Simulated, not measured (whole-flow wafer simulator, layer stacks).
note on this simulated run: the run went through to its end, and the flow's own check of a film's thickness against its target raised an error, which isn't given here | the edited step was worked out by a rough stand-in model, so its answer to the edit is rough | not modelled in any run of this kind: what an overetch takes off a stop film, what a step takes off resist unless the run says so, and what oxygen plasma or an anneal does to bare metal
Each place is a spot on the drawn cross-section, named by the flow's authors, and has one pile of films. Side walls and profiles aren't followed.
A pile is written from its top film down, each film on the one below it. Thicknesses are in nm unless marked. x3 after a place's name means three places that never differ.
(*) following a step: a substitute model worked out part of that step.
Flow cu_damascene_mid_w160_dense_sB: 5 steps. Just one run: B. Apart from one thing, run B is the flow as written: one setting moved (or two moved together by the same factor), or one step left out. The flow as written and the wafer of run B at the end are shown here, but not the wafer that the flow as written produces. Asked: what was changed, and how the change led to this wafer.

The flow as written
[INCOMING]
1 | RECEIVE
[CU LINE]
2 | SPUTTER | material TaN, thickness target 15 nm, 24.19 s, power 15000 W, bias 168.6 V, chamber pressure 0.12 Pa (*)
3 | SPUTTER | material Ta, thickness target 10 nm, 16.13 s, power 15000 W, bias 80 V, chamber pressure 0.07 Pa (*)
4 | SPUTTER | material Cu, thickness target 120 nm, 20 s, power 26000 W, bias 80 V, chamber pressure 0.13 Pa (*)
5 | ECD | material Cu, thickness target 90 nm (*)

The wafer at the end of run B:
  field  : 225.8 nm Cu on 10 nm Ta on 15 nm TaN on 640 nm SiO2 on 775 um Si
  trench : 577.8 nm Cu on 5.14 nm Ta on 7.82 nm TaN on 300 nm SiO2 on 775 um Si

What caused this: step 5, ECD: thickness target 105.8 nm was run, though the flow has thickness target 90 nm.

How this came from the change, step by step:
  5 | ECD | material Cu, thickness target 90 nm (*)
      field: +105.8 Cu (it would be, as written: +90 Cu)
      trench: +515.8 Cu (it would be, as written: +500 Cu)
